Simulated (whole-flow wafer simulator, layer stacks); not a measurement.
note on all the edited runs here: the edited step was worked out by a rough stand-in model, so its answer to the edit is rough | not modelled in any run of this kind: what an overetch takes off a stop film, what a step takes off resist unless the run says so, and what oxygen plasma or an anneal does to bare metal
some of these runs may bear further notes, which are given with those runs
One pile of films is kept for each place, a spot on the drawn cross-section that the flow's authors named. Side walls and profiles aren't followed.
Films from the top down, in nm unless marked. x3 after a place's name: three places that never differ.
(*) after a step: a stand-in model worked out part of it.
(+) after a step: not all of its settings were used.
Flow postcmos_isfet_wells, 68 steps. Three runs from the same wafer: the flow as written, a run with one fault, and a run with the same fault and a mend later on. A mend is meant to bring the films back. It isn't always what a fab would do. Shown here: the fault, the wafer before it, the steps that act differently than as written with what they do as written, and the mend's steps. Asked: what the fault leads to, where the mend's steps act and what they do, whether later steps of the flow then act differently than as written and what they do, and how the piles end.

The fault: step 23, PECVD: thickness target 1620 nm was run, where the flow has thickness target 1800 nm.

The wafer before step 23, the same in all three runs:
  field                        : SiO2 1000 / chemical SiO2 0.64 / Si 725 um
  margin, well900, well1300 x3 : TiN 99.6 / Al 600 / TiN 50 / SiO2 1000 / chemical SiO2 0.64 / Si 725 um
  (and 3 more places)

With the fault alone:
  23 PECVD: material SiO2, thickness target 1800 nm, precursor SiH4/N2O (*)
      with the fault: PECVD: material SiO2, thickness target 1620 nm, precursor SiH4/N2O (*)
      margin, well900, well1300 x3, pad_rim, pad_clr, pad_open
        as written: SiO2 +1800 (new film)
        with the fault: SiO2 +1620 (new film)
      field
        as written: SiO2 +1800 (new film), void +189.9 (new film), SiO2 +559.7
        with the fault: SiO2 +1620 (new film), void +189.9 (new film), SiO2 +559.6
  Later steps of the flow that act differently than as written (2 more steps differ only slightly, by at most 2% or 0.5 nm, whichever is larger, and aren't shown):
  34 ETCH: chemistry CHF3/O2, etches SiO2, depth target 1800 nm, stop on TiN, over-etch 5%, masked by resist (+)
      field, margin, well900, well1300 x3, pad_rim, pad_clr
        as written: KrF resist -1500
        with the fault: KrF resist -1417.5
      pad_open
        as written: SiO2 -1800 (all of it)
        with the fault: SiO2 -1620 (all of it)
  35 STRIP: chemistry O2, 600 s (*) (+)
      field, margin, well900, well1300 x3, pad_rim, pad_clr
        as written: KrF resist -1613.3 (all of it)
        with the fault: KrF resist -1695.8 (all of it)
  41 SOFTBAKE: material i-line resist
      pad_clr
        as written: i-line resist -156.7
        with the fault: i-line resist -138.8
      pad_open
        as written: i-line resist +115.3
        with the fault: i-line resist +107.3
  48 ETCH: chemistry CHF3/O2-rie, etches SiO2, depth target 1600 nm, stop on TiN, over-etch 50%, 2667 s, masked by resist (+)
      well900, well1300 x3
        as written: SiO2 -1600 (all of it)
        with the fault: SiO2 -1420 (all of it)
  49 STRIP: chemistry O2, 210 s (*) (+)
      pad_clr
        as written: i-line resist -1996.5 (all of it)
        with the fault: i-line resist -2070.6 (all of it)
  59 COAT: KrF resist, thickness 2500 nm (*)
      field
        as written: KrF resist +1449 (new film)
        with the fault: KrF resist +1535 (new film)
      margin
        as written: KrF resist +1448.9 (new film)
        with the fault: KrF resist +1534.9 (new film)
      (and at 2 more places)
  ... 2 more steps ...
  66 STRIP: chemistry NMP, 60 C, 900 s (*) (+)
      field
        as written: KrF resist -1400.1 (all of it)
        with the fault: KrF resist -1485.5 (all of it)
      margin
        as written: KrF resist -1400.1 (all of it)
        with the fault: KrF resist -1485.4 (all of it)
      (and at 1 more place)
  At the end the piles differ from the flow's by more than 2% or 0.5 nm, whichever is larger, at field, margin, pad_rim, pad_clr.
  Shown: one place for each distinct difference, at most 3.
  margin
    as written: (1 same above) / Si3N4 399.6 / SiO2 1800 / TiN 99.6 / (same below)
    with the fault: (1 same above) / Si3N4 399.6 / SiO2 1620 / TiN 99.6 / (same below)
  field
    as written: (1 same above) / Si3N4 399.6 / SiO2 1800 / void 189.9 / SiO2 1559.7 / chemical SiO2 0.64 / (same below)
    with the fault: (1 same above) / Si3N4 399.6 / SiO2 1620 / void 189.9 / SiO2 1559.6 / chemical SiO2 0.64 / (same below)
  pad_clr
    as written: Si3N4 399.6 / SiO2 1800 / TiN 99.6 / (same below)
    with the fault: Si3N4 399.6 / SiO2 1620 / TiN 99.6 / (same below)

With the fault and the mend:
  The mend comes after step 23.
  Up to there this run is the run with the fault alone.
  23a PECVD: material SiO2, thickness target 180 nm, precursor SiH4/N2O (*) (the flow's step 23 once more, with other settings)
      field, margin, well900, well1300 x3, pad_rim, pad_clr, pad_open
        SiO2 +180
  No later step of the flow acts differently than as written at any place that is followed.
  At the end the piles differ from the flow's only slightly at the places that both follow, by at most 2% or 0.5 nm, whichever is larger.
